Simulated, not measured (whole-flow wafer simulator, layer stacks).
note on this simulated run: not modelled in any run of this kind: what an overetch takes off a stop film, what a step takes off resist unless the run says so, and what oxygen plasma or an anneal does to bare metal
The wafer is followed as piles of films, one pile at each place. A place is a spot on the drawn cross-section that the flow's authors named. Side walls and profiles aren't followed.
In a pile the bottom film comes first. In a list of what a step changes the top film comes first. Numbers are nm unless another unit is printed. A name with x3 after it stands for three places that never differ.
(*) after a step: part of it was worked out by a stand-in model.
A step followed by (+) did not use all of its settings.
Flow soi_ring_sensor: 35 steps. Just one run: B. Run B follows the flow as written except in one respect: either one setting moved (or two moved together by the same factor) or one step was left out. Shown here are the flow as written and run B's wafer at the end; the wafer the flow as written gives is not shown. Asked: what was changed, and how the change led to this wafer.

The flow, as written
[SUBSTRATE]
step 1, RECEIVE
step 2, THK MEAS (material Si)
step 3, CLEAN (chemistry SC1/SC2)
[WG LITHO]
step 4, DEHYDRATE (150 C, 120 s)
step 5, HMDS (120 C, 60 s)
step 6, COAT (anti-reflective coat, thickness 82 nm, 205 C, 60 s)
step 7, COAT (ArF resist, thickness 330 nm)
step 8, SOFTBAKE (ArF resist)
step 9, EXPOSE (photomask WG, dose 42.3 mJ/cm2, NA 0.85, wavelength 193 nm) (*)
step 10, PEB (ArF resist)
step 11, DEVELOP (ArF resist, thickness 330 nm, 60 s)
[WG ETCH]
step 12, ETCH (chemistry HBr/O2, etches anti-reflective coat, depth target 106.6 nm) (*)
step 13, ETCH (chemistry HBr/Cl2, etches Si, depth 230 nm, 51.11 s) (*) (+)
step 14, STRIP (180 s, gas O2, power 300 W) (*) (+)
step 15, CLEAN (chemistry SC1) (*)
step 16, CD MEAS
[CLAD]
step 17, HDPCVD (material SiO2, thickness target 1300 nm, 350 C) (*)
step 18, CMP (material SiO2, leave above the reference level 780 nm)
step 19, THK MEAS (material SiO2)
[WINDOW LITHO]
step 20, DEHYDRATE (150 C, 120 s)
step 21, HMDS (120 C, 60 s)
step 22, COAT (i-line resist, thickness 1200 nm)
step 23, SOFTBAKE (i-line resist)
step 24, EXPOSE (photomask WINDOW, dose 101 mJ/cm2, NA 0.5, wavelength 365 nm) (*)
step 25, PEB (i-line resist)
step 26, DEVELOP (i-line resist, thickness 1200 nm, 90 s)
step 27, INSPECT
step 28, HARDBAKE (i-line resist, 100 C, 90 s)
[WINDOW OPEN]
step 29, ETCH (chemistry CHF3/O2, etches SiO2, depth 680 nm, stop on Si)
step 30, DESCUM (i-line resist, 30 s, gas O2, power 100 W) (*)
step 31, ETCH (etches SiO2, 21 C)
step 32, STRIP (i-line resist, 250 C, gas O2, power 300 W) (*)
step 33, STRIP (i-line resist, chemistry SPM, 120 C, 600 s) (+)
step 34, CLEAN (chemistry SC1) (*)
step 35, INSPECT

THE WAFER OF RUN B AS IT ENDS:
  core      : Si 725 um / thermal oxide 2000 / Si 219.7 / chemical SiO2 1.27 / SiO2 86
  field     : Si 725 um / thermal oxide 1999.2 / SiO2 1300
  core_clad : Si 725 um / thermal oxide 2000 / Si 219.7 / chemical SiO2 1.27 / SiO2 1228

The reason: step 18, CMP: leave above the reference level 1228 nm was run, while the flow as written has leave above the reference level 780 nm.
The wafer lets one read it off: core_clad has SiO2 1228, and step 18 as written asks for 780 nm.

The path from the change to this, step by step:
  step 18, CMP (material SiO2, leave above the reference level 780 nm)
      gap, window, field, gap_clad: nothing (it would be, as written: SiO2 loses 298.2)
      core, core_clad: SiO2 loses 72 (it would be, as written: SiO2 loses 520)
  step 22, COAT (i-line resist, thickness 1200 nm)
      core, core_clad: i-line resist gains 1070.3 (new film) (it would be, as written: i-line resist gains 1200 (new film))
  step 23, SOFTBAKE (i-line resist)
      core, core_clad: i-line resist loses 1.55 (it would be, as written: nothing)
      gap, gap_clad: i-line resist loses 1.94 (it would be, as written: nothing)
  step 25, PEB (i-line resist)
      core, core_clad: i-line resist loses 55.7 (it would be, as written: i-line resist loses 62.8)
  step 26, DEVELOP (i-line resist, thickness 1200 nm, 90 s)
      core: i-line resist loses 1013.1 (all of it) (it would be, as written: i-line resist loses 1137.2 (all of it))
  step 31, ETCH (etches SiO2, 21 C)
      core: SiO2 loses 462 (it would be, as written: SiO2 loses 100 (all of it), chemical SiO2 loses 1.27 (all of it))
  step 32, STRIP (i-line resist, 250 C, gas O2, power 300 W) (*)
      core: nothing (it would be, as written: chemical SiO2 gains 1.23 (new film), Si loses 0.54)
      core_clad: i-line resist loses 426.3 (all of it) (it would be, as written: i-line resist loses 550.1 (all of it))
